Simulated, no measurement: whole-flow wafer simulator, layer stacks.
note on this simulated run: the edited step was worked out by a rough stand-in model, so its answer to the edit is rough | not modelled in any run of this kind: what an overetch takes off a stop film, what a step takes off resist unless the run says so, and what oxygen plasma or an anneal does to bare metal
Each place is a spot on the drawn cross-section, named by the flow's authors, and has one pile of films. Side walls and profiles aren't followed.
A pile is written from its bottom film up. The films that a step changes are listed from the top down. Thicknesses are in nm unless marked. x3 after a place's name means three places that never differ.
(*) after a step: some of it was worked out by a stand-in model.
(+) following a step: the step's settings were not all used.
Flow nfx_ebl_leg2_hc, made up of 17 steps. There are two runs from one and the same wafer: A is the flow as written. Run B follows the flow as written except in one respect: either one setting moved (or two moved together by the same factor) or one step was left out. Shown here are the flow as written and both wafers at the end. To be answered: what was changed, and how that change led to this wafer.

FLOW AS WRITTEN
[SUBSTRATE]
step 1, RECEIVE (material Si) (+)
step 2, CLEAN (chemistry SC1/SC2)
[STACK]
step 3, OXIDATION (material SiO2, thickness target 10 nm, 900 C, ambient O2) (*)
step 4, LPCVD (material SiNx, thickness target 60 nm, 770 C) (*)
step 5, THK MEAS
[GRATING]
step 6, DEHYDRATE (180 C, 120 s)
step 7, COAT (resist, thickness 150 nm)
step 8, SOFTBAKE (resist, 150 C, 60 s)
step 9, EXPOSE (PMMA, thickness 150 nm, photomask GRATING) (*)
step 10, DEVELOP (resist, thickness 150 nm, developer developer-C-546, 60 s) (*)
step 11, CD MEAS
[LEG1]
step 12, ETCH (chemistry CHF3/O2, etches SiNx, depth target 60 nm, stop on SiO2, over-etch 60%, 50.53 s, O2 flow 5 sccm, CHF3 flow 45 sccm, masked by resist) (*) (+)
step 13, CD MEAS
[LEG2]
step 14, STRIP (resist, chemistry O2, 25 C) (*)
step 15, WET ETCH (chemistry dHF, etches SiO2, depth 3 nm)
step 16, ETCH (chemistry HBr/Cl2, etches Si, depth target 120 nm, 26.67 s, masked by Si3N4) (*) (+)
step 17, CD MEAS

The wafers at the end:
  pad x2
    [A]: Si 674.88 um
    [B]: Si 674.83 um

What caused this: step 16, ETCH: depth target 168 nm was run, while the flow as written has depth target 120 nm.

Step by step, how the change led to this:
  step 16, ETCH (chemistry HBr/Cl2, etches Si, depth target 120 nm, 26.67 s, masked by Si3N4) (*) (+)
      pad x2: A -120 Si | B -168 Si
